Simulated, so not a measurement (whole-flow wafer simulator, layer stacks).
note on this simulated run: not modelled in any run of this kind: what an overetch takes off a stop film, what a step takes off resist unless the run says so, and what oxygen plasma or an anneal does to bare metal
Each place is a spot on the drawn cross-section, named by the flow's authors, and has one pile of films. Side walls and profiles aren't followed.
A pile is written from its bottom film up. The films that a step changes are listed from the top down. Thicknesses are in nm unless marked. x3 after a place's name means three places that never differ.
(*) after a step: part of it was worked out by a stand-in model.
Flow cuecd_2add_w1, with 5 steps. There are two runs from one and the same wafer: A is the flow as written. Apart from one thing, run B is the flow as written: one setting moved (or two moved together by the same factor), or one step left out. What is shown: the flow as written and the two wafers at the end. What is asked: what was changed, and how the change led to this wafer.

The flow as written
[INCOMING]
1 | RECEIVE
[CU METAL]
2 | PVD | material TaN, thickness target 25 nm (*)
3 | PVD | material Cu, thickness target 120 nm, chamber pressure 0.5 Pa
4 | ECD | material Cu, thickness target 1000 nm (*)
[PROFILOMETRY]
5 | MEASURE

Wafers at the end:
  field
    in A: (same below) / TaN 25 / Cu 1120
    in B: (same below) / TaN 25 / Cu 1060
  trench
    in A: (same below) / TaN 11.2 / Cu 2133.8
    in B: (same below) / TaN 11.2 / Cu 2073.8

What caused this: step 3, PVD: thickness target 60 nm was run, whereas the flow has thickness target 120 nm.

The path from the change to this, step by step:
  3 | PVD | material Cu, thickness target 120 nm, chamber pressure 0.5 Pa
      field: A Cu gains 120 (new film) | B Cu gains 60 (new film)
      trench: A Cu gains 53.6 (new film) | B Cu gains 27.3 (new film)
